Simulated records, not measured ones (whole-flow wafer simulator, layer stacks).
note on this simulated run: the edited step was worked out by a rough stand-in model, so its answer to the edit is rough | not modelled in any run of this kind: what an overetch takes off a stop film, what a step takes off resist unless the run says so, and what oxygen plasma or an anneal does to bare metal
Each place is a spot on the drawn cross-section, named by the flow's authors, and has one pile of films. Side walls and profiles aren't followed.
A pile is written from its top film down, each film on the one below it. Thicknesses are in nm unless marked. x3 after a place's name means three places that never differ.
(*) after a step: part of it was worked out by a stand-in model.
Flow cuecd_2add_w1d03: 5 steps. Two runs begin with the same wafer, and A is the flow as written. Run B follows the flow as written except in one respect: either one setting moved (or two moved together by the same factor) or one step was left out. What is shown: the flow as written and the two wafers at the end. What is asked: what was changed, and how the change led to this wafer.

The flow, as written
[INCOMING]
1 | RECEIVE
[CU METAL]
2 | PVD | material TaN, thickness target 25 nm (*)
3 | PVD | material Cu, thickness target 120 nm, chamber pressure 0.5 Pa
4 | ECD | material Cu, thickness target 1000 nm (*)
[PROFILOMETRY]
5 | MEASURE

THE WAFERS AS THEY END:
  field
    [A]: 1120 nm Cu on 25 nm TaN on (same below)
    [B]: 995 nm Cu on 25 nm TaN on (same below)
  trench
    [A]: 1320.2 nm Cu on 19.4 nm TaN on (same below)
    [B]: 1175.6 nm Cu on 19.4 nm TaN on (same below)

The reason: step 4, ECD: thickness target 875 nm was run, though the flow has thickness target 1000 nm.

The path from the change to this, step by step:
  4 | ECD | material Cu, thickness target 1000 nm (*)
      field: A Cu gains 1000 | B Cu gains 875
      trench: A Cu gains 1226.8 | B Cu gains 1082.2
